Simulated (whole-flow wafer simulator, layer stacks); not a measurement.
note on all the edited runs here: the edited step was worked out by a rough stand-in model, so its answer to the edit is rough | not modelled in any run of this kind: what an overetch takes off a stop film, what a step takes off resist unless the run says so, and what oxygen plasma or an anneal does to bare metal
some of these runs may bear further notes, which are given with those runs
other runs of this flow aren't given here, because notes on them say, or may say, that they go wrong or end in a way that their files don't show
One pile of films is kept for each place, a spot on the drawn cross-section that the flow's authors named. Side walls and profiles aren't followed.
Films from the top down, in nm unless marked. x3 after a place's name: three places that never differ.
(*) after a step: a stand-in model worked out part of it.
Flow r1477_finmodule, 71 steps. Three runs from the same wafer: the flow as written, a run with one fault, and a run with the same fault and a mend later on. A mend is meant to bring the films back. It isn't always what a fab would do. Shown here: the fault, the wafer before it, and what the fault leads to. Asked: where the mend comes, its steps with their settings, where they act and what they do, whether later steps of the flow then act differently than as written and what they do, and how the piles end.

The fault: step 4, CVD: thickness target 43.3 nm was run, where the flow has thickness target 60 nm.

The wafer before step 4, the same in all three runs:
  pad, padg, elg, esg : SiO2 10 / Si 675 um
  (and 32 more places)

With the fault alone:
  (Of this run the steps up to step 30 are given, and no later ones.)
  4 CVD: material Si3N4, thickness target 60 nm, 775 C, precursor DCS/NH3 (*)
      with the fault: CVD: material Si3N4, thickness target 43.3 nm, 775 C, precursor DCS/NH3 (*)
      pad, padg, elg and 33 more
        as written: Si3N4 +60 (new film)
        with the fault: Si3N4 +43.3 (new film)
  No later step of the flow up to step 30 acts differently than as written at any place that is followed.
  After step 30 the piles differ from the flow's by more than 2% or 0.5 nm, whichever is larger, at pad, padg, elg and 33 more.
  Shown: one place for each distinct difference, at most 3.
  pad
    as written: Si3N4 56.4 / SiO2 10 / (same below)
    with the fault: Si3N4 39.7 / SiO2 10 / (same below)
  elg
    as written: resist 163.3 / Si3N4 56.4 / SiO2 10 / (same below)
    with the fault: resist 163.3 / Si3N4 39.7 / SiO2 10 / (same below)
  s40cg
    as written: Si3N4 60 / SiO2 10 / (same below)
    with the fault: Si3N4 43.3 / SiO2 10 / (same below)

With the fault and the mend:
  The mend comes after step 5.
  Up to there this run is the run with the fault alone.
  5a CVD: material Si3N4, thickness target 16.7 nm, 775 C, precursor DCS/NH3 (*) (the flow's step 4 once more, with other settings)
      pad, padg, elg and 33 more
        Si3N4 +16.7
  No later step of the flow acts differently than as written at any place that is followed.
  At the end the piles are the same as the flow's at every place that both follow.
